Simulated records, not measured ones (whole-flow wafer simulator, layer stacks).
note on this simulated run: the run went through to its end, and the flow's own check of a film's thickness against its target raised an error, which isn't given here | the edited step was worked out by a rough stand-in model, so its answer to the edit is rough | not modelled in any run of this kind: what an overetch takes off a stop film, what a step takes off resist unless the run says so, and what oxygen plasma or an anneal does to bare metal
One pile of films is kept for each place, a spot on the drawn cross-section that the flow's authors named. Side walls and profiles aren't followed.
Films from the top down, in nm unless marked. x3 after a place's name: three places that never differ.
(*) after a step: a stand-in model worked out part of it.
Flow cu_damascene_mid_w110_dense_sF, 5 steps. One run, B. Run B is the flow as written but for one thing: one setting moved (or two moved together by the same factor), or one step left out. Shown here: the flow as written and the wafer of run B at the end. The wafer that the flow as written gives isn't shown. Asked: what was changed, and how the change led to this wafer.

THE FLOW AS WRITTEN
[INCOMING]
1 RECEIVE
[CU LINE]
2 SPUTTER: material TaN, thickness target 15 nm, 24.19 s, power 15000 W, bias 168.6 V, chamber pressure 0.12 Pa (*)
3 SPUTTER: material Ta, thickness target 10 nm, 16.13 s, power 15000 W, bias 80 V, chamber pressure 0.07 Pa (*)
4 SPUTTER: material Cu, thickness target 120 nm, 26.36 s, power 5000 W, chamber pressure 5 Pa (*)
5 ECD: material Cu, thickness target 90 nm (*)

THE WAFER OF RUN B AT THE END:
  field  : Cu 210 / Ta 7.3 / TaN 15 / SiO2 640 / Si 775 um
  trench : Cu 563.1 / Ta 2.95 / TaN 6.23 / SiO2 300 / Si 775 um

The cause: step 3, SPUTTER: thickness target 7.3 nm was run, where the flow has thickness target 10 nm; step 3, SPUTTER: 11.79 s was run, where the flow has 16.13 s.
It can be read off the wafer: field has Ta 7.3, and step 3 as written asks for 10 nm.

How the change led to this, step by step:
  3 SPUTTER: material Ta, thickness target 10 nm, 16.13 s, power 15000 W, bias 80 V, chamber pressure 0.07 Pa (*)
      field: Ta +7.3 (new film) (as written it would be: Ta +10 (new film))
      trench: Ta +2.95 (new film) (as written it would be: Ta +4.05 (new film))
